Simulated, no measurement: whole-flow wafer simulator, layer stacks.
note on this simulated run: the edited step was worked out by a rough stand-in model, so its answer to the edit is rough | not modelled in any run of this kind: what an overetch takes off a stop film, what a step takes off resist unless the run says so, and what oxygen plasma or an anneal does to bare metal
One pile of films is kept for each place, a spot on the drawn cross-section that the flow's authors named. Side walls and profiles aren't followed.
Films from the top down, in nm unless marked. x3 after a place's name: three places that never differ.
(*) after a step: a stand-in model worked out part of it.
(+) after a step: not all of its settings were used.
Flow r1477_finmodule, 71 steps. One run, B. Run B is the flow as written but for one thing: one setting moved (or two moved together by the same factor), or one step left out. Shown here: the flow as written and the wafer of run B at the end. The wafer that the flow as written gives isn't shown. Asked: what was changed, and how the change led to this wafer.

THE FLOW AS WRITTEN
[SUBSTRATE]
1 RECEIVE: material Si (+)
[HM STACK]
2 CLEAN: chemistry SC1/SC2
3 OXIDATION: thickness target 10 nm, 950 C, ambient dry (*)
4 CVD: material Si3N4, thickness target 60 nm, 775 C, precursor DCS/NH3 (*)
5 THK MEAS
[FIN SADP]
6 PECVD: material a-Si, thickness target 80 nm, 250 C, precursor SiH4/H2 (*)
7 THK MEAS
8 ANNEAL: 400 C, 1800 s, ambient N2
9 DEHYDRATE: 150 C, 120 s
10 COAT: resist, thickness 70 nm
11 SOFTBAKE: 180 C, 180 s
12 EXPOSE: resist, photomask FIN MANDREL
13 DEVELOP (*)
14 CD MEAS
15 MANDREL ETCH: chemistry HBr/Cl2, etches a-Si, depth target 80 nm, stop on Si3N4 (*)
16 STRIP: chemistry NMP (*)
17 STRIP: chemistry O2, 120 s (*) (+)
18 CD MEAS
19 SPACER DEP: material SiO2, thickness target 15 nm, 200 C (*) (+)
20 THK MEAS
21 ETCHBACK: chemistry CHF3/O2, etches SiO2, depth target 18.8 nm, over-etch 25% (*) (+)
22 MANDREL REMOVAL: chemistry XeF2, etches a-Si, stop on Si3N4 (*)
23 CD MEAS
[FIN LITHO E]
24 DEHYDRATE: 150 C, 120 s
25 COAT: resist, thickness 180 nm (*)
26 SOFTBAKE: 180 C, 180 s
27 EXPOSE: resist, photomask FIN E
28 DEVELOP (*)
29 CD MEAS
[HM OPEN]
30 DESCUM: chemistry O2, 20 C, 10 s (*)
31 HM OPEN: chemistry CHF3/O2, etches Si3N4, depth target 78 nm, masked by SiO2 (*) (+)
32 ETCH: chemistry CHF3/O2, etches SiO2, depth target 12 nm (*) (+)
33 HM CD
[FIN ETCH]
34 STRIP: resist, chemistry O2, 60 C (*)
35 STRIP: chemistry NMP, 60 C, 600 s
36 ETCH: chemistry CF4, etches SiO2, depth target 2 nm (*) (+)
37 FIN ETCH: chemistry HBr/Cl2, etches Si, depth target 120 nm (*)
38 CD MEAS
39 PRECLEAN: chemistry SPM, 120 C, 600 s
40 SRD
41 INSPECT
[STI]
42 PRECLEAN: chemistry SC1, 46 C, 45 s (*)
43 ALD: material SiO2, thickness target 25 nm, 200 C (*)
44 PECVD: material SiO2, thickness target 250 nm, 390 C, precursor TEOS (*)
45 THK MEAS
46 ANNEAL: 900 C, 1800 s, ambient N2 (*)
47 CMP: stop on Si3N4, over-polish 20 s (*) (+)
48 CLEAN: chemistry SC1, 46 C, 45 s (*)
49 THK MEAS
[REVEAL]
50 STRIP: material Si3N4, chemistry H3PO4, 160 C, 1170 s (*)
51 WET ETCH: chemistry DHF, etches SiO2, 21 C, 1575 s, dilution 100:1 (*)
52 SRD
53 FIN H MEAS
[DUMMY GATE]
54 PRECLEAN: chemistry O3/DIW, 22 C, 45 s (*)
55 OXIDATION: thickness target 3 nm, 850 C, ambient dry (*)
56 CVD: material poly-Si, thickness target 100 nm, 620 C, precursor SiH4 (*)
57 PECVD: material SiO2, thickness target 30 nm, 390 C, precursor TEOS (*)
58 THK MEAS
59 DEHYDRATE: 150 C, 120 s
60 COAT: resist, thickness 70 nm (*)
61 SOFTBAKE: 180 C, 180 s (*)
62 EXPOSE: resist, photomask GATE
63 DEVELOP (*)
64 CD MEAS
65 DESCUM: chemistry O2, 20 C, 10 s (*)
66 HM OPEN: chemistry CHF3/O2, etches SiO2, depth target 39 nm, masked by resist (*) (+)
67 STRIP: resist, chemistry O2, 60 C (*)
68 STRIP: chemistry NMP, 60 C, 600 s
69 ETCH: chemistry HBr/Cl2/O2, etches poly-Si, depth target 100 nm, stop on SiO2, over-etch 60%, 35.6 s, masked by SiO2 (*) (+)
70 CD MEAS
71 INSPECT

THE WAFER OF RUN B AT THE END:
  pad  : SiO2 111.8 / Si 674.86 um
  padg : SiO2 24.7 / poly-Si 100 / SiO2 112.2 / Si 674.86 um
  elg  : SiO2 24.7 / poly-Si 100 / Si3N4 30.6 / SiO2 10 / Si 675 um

The cause: step 37, FIN ETCH: depth target 129 nm was run, where the flow has depth target 120 nm.

How the change led to this, step by step:
  37 FIN ETCH: chemistry HBr/Cl2, etches Si, depth target 120 nm (*)
      pad, padg, esg and 19 more: Si -129 (as written it would be: Si -120)
      elg, e40lg, e100lg, e200lg, elo, e40lo, e100lo, e200lo: Si3N4 -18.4 (as written it would be: Si3N4 -17.1)
      (and at 6 more places)
  43 ALD: material SiO2, thickness target 25 nm, 200 C (*)
      s40cg, s45cg, s50cg, s40co, s45co, s50co: SiO2 +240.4 (new film) (as written it would be: SiO2 +232.1 (new film))
      esg: SiO2 +202 (new film) (as written it would be: SiO2 +194.3 (new film))
  47 CMP: stop on Si3N4, over-polish 20 s (*) (+)
      pad, padg, e40sg and 11 more: SiO2 -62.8 (as written it would be: SiO2 -71.8)
      eso: SiO2 -63.4 (as written it would be: SiO2 -72.4)
  51 WET ETCH: chemistry DHF, etches SiO2, 21 C, 1575 s, dilution 100:1 (*)
      elg, e40lg, e100lg, e200lg, elo, e40lo, e100lo, e200lo: SiO2 -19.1 (all of it), Si3N4 -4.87 (as written it would be: SiO2 -17.8 (all of it), Si3N4 -4.97)
